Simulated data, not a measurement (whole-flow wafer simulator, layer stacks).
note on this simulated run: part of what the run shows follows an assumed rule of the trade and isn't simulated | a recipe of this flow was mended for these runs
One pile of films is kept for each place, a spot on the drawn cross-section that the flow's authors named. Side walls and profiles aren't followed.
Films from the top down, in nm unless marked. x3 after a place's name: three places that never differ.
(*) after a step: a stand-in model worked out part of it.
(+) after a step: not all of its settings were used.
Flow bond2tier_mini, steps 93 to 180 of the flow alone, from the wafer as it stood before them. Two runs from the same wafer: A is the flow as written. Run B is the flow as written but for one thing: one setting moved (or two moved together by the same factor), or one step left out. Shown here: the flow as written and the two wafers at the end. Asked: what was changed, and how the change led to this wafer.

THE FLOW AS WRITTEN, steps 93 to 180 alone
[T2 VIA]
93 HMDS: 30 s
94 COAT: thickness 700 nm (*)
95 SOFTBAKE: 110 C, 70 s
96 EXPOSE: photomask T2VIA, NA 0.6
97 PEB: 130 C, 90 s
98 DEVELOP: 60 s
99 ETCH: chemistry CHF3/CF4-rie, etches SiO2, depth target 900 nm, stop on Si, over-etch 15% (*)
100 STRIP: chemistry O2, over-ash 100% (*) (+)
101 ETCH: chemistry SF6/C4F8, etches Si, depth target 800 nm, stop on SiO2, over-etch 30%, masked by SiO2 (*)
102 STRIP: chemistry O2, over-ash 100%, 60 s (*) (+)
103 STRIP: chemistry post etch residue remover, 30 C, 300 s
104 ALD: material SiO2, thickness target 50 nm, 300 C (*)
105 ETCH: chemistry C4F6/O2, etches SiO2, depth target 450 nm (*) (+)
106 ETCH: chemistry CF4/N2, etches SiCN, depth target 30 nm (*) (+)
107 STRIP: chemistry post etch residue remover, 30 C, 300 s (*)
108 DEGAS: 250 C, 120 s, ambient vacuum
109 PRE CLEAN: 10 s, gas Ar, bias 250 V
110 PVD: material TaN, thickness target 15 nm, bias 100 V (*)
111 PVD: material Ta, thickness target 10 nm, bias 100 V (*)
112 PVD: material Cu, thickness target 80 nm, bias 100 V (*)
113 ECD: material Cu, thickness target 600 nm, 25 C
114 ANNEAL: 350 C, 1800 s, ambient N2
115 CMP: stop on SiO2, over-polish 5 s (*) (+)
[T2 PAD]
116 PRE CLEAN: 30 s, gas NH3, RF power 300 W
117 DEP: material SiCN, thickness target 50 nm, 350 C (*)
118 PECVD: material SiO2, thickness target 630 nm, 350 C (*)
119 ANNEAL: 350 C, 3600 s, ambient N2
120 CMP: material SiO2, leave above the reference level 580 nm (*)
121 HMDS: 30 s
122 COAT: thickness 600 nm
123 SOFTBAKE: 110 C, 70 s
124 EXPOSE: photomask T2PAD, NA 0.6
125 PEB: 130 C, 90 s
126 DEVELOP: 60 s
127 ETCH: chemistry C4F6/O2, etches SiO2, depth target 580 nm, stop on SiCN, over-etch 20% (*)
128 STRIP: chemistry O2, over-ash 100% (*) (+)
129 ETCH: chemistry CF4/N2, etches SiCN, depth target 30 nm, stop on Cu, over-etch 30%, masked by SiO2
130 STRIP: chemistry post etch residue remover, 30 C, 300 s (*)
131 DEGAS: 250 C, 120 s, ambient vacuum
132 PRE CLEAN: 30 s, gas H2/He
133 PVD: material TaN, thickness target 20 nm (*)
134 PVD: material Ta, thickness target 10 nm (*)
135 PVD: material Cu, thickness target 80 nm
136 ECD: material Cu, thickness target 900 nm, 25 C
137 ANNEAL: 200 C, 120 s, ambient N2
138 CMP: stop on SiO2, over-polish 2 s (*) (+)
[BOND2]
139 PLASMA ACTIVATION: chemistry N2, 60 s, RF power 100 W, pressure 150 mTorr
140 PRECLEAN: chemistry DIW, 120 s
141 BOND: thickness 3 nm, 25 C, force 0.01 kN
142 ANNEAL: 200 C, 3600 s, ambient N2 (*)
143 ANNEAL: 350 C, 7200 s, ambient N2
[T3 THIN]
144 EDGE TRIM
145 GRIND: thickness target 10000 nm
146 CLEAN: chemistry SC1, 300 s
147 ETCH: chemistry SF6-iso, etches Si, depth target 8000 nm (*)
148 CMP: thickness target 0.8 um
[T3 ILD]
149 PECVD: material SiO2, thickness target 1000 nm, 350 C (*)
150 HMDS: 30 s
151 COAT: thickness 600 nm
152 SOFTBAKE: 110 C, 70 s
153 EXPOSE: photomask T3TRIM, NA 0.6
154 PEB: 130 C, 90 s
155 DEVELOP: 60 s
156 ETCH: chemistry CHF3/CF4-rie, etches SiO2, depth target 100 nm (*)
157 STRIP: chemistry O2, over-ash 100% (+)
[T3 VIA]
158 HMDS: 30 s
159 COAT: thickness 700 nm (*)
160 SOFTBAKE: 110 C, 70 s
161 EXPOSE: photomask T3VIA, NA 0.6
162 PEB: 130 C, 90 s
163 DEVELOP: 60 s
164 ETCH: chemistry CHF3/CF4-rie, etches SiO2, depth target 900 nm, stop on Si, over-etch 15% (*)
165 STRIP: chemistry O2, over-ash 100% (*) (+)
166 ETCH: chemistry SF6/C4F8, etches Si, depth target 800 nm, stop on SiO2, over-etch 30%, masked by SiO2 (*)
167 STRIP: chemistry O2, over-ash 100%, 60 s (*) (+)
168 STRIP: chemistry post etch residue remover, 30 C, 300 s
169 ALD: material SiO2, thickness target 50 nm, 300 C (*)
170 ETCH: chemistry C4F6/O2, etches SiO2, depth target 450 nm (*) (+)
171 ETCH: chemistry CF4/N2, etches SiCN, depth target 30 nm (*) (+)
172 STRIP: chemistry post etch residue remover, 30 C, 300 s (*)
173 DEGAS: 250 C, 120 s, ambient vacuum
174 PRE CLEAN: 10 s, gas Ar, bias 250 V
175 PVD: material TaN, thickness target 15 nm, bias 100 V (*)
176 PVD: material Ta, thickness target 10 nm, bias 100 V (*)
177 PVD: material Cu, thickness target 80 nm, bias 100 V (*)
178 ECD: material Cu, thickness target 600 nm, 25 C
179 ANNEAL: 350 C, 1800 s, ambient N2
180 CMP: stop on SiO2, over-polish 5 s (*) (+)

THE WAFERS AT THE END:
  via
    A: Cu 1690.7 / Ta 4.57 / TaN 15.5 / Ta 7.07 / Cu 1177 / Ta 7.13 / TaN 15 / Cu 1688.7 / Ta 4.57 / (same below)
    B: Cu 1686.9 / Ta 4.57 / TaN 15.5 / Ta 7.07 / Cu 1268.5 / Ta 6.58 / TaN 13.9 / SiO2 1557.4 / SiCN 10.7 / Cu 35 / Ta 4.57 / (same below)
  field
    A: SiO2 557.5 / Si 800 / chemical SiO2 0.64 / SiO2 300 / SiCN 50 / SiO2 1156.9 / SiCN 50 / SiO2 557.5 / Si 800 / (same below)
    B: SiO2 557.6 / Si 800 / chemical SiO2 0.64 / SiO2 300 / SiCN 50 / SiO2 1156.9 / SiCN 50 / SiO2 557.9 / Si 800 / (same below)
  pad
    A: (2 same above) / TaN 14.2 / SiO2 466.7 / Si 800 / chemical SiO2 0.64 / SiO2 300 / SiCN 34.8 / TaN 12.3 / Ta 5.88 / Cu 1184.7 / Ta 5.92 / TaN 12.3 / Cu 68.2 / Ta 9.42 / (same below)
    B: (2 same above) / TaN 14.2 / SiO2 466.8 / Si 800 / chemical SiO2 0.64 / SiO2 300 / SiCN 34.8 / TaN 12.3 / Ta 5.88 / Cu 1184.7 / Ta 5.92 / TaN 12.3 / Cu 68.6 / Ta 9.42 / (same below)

The cause: step 113, ECD: material Cu, thickness target 600 nm, 25 C, was left out.

How the change led to this, step by step:
  115 CMP: stop on SiO2, over-polish 5 s (*) (+)
      via: A Cu -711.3 | B nothing
      field: A Cu -680 (all of it), Ta -10 (all of it), TaN -15 (all of it), SiO2 -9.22 | B Cu -80 (all of it), Ta -10 (all of it), TaN -15 (all of it), SiO2 -8.83
      (and at 1 more place)
  117 DEP: material SiCN, thickness target 50 nm, 350 C (*)
      via: A SiCN +50 (new film) | B SiCN +10.7 (new film)
  118 PECVD: material SiO2, thickness target 630 nm, 350 C (*)
      via: A SiO2 +630 (new film) | B SiO2 +2329.2 (new film)
  127 ETCH: chemistry C4F6/O2, etches SiO2, depth target 580 nm, stop on SiCN, over-etch 20% (*)
      via: A SiO2 -580 (all of it), SiCN -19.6 | B SiO2 -696
  129 ETCH: chemistry CF4/N2, etches SiCN, depth target 30 nm, stop on Cu, over-etch 30%, masked by SiO2
      via: A SiCN -30.4 (all of it), Cu -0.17 | B SiO2 -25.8
  130 STRIP: chemistry post etch residue remover, 30 C, 300 s (*)
      via: A Cu -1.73 | B nothing
  133 PVD: material TaN, thickness target 20 nm (*)
      via: A TaN +15 (new film) | B TaN +13.9 (new film)
  134 PVD: material Ta, thickness target 10 nm (*)
      via: A Ta +7.13 (new film) | B Ta +6.58 (new film)
  135 PVD: material Cu, thickness target 80 nm
      via: A Cu +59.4 (new film) | B Cu +55.2 (new film)
  136 ECD: material Cu, thickness target 900 nm, 25 C
      via: A Cu +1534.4 | B Cu +1630
Counting metal films that touch as one body, via has 2 bodies (between them, from the top down: SiO2 1557.4 / SiCN 10.7); the flow as written gives 1 body.
